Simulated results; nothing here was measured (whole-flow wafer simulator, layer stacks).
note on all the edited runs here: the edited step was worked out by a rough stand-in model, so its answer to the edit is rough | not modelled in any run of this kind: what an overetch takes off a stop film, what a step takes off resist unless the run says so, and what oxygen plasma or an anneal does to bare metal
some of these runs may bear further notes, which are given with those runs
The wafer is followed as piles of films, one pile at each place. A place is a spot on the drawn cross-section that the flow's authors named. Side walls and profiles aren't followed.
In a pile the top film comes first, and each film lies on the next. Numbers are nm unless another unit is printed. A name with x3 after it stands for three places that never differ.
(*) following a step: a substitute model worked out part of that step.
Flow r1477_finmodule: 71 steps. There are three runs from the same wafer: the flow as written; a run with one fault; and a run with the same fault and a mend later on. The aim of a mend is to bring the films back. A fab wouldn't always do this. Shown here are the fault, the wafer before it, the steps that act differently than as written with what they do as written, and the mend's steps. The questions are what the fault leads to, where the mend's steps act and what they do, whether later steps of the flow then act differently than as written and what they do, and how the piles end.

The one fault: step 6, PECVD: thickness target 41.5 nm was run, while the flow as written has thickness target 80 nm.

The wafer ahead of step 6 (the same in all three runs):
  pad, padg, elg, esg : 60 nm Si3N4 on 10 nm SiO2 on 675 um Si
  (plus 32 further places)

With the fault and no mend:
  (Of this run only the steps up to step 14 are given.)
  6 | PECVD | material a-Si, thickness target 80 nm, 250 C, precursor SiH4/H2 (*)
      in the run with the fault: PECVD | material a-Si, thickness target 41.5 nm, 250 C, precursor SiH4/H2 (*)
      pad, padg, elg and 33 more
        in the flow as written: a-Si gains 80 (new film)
        in the run with the fault: a-Si gains 41.5 (new film)
  None of the later steps of the flow up to step 14 acts differently than as written at any place that is followed.
  The piles after step 14 differ from the flow's at pad, padg, elg and 33 more by more than 2% or 0.5 nm, whichever is larger.
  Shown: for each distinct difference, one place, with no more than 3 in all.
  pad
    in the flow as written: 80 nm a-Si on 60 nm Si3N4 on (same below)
    in the run with the fault: 41.5 nm a-Si on 60 nm Si3N4 on (same below)
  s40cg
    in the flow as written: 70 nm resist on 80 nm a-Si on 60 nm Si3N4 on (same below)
    in the run with the fault: 70 nm resist on 41.5 nm a-Si on 60 nm Si3N4 on (same below)

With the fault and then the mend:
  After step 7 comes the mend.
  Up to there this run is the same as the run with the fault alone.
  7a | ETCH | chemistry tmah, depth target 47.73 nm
      pad, padg, elg and 33 more
        a-Si loses 41.5 (all of it)
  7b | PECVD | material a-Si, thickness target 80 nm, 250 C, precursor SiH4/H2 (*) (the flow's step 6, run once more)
      pad, padg, elg and 33 more
        a-Si gains 80 (new film)
  None of the later steps of the flow acts differently than as written at any place that is followed.
  By the end, the piles equal the flow's at every place that both follow.
